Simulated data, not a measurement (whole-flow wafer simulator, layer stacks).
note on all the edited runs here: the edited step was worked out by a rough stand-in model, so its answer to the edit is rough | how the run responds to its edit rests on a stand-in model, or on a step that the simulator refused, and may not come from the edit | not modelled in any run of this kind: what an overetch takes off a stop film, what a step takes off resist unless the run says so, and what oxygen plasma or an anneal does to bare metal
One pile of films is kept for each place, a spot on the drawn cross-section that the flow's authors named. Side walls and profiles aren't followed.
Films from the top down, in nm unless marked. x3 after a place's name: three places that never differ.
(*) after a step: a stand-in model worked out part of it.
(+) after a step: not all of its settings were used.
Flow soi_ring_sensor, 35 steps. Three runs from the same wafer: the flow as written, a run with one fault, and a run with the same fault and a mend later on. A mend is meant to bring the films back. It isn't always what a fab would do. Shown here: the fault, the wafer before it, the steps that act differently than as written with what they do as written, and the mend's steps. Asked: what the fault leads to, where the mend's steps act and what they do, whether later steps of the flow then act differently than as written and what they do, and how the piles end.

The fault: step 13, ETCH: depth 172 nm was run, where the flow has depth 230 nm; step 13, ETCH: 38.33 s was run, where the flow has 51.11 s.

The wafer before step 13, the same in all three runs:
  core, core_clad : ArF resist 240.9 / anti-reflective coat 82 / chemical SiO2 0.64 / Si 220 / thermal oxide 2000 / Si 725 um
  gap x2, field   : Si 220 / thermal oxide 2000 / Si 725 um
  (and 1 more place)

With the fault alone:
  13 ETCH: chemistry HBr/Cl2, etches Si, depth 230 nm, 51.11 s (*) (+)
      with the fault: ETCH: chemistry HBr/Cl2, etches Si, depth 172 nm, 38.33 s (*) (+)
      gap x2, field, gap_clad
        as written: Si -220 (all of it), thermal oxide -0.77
        with the fault: Si -172
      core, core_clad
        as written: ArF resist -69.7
        with the fault: ArF resist -52.3
  Later steps of the flow that act differently than as written:
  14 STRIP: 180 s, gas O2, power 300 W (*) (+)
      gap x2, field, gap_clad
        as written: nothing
        with the fault: chemical SiO2 +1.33 (new film), Si -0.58
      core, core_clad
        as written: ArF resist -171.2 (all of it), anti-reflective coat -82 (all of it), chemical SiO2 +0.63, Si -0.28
        with the fault: ArF resist -188.6 (all of it), anti-reflective coat -82 (all of it), chemical SiO2 +0.62, Si -0.27
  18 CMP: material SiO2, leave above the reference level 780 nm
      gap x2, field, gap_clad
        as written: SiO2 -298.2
        with the fault: SiO2 -347.8
  At the end the piles differ from the flow's by more than 2% or 0.5 nm, whichever is larger, at field.
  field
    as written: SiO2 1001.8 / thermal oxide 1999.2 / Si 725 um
    with the fault: SiO2 952.2 / chemical SiO2 1.33 / Si 47.4 / thermal oxide 2000 / Si 725 um

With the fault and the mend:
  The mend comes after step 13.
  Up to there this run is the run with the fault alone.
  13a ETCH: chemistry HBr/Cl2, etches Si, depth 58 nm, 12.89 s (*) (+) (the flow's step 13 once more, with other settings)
      gap x2, field, gap_clad
        Si -48 (all of it), thermal oxide -0.77
      core, core_clad
        ArF resist -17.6
  No later step of the flow acts differently than as written, at any place that is followed, by more than 2% or 0.5 nm, whichever is larger.
  At the end the piles are the same as the flow's at every place that both follow.
